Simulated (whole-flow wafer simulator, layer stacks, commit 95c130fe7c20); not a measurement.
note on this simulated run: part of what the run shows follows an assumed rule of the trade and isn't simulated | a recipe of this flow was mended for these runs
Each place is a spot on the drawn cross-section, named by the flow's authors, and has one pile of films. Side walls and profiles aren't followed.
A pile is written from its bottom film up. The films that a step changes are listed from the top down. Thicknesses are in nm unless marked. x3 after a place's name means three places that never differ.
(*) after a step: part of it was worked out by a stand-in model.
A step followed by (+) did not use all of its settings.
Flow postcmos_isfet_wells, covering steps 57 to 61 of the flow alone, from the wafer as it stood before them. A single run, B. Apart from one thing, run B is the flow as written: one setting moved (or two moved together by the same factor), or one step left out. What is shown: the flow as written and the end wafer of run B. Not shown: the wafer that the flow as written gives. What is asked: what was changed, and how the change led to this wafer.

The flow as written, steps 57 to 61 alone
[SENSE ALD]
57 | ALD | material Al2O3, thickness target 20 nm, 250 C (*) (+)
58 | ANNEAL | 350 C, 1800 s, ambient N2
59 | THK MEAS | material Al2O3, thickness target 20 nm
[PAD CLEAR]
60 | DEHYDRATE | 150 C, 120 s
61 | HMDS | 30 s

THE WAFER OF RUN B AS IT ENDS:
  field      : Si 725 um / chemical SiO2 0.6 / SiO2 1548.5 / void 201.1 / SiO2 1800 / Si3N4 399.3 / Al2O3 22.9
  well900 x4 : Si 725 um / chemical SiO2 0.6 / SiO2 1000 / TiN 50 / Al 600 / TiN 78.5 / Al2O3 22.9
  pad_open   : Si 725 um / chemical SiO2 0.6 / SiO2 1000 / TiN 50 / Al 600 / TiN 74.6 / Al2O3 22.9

What caused this: step 57, ALD: thickness target 22.9 nm was run, whereas the flow has thickness target 20 nm.
One can read it off the wafer: field has Al2O3 22.9, and step 57 as written asks for 20 nm.

How this came from the change, step by step:
  57 | ALD | material Al2O3, thickness target 20 nm, 250 C (*) (+)
      field, margin x3, well900 x4, pad_open: Al2O3 gains 22.9 (new film) (as written it would have been: Al2O3 gains 20 (new film))
